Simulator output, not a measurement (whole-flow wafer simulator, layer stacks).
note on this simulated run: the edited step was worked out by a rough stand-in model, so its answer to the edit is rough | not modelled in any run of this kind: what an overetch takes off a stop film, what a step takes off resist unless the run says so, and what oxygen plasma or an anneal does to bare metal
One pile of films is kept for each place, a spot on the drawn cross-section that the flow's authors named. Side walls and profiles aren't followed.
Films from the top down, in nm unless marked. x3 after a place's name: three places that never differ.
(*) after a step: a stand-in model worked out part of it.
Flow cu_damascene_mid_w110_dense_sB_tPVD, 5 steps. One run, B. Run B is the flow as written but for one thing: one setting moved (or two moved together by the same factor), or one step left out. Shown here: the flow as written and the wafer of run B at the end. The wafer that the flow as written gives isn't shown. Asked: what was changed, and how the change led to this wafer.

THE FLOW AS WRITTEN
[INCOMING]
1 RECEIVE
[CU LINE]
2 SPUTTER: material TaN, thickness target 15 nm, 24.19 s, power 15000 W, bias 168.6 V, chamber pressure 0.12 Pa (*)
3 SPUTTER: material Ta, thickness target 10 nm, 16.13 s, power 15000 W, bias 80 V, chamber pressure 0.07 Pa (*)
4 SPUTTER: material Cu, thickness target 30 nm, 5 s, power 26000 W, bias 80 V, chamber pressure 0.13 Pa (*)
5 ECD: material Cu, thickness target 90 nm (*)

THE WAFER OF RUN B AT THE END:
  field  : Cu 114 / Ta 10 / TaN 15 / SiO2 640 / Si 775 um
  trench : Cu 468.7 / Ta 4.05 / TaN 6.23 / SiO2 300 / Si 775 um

The cause: step 4, SPUTTER: 4 s was run, where the flow has 5 s.

How the change led to this, step by step:
  4 SPUTTER: material Cu, thickness target 30 nm, 5 s, power 26000 W, bias 80 V, chamber pressure 0.13 Pa (*)
      field: Cu +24 (new film) (as written it would be: Cu +30 (new film))
      trench: Cu +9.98 (new film) (as written it would be: Cu +12.5 (new film))
